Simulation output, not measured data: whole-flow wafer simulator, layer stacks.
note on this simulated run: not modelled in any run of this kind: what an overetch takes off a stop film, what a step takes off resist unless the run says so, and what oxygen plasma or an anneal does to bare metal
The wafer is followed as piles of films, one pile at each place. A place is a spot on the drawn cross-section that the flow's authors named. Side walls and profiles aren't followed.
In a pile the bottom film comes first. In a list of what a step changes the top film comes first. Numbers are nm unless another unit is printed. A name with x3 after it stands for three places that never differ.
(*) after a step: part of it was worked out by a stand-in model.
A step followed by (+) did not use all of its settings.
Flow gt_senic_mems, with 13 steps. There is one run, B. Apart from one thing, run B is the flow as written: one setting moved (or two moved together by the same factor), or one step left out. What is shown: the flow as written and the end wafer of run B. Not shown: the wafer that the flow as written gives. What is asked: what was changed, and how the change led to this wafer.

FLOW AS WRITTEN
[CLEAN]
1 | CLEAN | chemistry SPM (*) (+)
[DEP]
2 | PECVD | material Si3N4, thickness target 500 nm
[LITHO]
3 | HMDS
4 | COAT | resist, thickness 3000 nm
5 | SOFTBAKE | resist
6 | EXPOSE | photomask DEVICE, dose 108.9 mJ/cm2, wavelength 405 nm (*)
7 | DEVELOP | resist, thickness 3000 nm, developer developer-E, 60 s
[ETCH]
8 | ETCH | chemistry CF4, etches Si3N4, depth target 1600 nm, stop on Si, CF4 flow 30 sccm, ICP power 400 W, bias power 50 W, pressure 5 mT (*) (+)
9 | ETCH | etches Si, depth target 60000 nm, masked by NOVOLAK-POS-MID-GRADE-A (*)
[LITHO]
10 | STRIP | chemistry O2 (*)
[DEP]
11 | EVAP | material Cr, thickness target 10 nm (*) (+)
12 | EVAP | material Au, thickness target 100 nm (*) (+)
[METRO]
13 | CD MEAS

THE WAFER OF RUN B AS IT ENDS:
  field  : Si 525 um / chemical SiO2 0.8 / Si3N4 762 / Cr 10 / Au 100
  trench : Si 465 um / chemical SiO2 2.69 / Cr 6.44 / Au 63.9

Cause: step 2, PECVD: thickness target 762 nm was run, though the flow has thickness target 500 nm.
The wafer lets one read it off: field has Si3N4 762, and step 2 as written asks for 500 nm.

Step by step, how the change led to this:
  2 | PECVD | material Si3N4, thickness target 500 nm
      field, trench: Si3N4 gains 762 (new film) (in the flow as written it would be: Si3N4 gains 500 (new film))
  8 | ETCH | chemistry CF4, etches Si3N4, depth target 1600 nm, stop on Si, CF4 flow 30 sccm, ICP power 400 W, bias power 50 W, pressure 5 mT (*) (+)
      field: resist loses 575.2 (in the flow as written it would be: resist loses 400.5)
      trench: Si3N4 loses 762 (all of it), chemical SiO2 loses 0.8 (all of it) (in the flow as written it would be: Si3N4 loses 500 (all of it), chemical SiO2 loses 0.8 (all of it))
  10 | STRIP | chemistry O2 (*)
      field: resist loses 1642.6 (all of it) (in the flow as written it would be: resist loses 1817.3 (all of it))
